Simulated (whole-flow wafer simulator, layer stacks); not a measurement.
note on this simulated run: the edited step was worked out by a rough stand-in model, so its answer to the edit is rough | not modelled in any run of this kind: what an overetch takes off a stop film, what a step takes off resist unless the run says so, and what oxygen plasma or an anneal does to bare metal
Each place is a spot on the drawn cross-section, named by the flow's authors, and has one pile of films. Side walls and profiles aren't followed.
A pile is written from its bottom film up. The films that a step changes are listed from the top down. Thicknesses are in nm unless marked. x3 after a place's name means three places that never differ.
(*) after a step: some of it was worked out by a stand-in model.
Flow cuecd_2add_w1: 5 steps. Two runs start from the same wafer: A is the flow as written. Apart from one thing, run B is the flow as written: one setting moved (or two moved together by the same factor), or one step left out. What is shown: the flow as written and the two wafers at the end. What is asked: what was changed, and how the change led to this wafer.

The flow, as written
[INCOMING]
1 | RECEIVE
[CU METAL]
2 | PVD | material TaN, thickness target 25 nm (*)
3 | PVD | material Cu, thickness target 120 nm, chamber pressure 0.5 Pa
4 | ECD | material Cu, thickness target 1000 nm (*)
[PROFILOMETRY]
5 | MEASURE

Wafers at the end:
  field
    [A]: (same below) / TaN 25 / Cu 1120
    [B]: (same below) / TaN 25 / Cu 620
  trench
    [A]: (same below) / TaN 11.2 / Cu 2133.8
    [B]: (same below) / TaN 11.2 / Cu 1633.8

What caused this: step 4, ECD: thickness target 500 nm was run, whereas the flow has thickness target 1000 nm.

Step by step, how the change led to this:
  4 | ECD | material Cu, thickness target 1000 nm (*)
      field: A +1000 Cu | B +500 Cu
      trench: A +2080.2 Cu | B +1580.2 Cu
